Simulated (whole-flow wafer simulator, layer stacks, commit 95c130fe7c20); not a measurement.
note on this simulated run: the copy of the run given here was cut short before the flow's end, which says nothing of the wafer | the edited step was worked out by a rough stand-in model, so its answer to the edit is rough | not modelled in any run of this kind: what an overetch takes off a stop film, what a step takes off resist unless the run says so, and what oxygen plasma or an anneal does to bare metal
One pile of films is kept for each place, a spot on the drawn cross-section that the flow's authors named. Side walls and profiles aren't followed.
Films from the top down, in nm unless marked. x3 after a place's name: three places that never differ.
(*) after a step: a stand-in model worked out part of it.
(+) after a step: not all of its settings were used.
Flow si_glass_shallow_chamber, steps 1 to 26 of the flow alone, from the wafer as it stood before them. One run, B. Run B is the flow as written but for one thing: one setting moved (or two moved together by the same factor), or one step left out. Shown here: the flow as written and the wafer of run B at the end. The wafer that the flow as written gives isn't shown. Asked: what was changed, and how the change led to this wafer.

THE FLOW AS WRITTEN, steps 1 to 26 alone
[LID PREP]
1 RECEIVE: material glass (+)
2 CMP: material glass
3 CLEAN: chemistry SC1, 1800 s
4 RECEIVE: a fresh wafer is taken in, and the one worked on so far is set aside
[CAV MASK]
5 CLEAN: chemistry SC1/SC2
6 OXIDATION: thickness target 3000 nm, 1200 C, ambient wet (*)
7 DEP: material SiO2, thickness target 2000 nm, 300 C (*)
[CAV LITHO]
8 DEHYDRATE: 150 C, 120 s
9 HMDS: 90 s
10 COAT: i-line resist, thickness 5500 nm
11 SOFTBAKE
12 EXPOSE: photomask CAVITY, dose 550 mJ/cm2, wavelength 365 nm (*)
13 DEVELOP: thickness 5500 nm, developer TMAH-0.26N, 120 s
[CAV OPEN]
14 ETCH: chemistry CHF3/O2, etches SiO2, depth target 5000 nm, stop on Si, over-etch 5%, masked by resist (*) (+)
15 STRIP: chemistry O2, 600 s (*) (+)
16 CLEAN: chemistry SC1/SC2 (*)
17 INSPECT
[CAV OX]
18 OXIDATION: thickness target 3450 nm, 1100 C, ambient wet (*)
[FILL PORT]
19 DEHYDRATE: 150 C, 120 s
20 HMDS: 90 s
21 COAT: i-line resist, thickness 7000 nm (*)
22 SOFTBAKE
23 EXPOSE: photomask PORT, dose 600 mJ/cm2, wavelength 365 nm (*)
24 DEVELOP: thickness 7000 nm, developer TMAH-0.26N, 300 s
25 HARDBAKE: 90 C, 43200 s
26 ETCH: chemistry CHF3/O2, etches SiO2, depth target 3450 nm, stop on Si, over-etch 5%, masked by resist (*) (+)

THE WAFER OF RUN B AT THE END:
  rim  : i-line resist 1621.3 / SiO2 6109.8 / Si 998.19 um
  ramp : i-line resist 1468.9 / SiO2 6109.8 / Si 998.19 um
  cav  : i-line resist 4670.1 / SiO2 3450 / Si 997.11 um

The cause: step 26, ETCH: over-etch 7.94% was run, where the flow has over-etch 5%.

How the change led to this, step by step:
  26 ETCH: chemistry CHF3/O2, etches SiO2, depth target 3450 nm, stop on Si, over-etch 5%, masked by resist (*) (+)
      rim, ramp, cav, ring: i-line resist -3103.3 (as written it would be: i-line resist -3018.8)
      port: SiO2 -3450 (all of it), Si -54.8 (as written it would be: SiO2 -3450 (all of it), Si -34.5)
      (and at 1 more place)
